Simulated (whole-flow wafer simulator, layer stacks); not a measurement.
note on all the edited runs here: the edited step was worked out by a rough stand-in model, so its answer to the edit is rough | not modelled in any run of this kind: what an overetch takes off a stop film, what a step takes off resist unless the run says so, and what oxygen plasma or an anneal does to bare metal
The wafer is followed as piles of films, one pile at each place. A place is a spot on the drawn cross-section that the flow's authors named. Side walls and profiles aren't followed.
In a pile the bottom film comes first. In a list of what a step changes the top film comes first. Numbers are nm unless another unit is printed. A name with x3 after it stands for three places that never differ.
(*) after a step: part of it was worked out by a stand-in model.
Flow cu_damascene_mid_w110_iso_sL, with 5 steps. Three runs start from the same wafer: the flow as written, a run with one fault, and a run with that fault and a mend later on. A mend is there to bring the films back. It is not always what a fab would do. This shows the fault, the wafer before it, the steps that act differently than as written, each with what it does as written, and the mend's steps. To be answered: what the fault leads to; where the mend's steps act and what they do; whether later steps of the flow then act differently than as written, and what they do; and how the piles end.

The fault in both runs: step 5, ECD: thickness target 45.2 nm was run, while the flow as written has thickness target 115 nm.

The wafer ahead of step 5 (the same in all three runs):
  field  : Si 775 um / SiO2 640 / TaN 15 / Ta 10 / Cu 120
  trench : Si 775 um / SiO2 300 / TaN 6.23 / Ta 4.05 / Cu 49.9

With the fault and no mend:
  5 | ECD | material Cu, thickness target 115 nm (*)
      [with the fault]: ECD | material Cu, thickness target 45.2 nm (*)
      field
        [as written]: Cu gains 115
        [with the fault]: Cu gains 45.2
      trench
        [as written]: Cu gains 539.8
        [with the fault]: Cu gains 470
  Every later step of the flow that is run acts as written at every place that is followed.
  At field, trench, the piles at the end differ from the flow's by more than 2% or 0.5 nm, whichever is larger.
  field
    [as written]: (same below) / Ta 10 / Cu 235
    [with the fault]: (same below) / Ta 10 / Cu 165.2
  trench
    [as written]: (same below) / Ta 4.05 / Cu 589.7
    [with the fault]: (same below) / Ta 4.05 / Cu 519.9

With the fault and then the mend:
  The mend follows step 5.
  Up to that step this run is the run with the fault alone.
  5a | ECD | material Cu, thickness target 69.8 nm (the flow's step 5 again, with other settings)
      field, trench
        Cu gains 69.8
  Every later step of the flow that is run acts as written at every place that is followed.
  By the end, the piles equal the flow's at every place that both follow.
